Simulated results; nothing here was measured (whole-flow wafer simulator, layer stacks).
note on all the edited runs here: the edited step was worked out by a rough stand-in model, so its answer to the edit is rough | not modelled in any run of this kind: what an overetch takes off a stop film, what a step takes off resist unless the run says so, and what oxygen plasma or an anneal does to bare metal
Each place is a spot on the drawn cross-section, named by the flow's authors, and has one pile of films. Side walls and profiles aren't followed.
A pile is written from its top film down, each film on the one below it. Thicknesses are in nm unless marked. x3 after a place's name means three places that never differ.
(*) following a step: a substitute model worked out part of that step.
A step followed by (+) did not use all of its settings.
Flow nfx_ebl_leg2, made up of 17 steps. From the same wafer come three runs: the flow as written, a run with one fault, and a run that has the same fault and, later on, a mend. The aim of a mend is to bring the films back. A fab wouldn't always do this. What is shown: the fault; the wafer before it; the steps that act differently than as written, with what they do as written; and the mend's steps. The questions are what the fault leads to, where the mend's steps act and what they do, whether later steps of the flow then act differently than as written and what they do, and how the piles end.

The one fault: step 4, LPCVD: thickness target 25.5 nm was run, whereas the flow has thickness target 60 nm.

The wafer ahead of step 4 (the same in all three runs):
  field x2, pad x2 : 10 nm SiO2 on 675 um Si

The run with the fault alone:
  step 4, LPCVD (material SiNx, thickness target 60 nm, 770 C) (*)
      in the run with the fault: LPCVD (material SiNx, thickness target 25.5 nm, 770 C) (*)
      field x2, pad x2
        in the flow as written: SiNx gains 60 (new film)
        in the run with the fault: SiNx gains 25.5 (new film)
  Later steps of the flow acting differently than as written:
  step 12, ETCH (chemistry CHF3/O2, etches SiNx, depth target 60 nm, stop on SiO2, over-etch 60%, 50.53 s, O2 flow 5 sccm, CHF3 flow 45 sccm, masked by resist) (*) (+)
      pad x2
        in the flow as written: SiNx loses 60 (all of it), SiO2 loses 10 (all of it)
        in the run with the fault: SiNx loses 25.5 (all of it), SiO2 loses 10 (all of it)
  At field x2, the piles at the end differ from the flow's by more than 2% or 0.5 nm, whichever is larger.
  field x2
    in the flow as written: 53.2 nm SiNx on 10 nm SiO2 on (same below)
    in the run with the fault: 18.7 nm SiNx on 10 nm SiO2 on (same below)

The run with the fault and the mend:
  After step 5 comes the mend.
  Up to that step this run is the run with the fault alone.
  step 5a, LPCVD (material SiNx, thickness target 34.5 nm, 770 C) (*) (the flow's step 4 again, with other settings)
      field x2, pad x2
        SiNx gains 34.5
  None of the later steps of the flow acts differently than as written at any place that is followed.
  By the end, the piles equal the flow's at every place that both follow.
